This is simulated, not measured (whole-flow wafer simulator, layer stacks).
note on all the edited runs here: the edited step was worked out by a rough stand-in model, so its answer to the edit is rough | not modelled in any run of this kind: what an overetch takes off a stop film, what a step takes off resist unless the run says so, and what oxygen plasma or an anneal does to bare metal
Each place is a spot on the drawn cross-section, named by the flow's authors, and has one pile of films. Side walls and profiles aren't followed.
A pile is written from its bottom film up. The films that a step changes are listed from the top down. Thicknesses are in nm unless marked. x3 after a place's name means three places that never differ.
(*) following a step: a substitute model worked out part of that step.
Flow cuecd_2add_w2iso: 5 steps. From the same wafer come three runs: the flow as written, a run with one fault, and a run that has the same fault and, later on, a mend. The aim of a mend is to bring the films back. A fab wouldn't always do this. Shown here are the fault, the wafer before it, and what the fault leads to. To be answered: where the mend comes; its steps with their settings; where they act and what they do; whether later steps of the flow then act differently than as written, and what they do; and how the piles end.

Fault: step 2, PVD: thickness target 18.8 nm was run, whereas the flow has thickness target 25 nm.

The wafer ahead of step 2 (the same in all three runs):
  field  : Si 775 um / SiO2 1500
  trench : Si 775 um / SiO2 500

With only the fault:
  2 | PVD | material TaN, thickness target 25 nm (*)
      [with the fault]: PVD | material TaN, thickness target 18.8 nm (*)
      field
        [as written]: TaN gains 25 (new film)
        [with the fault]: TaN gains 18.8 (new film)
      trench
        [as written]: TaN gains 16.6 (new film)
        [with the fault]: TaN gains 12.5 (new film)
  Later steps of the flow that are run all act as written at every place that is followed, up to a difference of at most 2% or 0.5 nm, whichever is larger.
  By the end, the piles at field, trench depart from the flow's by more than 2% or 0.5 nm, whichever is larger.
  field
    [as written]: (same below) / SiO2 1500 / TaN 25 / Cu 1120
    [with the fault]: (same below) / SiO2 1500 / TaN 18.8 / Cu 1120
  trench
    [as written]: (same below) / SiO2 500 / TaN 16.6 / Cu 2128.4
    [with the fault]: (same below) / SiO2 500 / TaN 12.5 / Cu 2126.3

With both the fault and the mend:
  The mend follows step 2.
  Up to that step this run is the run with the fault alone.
  2a | PVD | material TaN, thickness target 6.2 nm (*) (the flow's step 2 again, with other settings)
      field
        TaN gains 6.2
      trench
        TaN gains 4.09
  Later steps of the flow that are run all act as written at every place that is followed.
  The piles end the same as the flow's at every place that both follow.
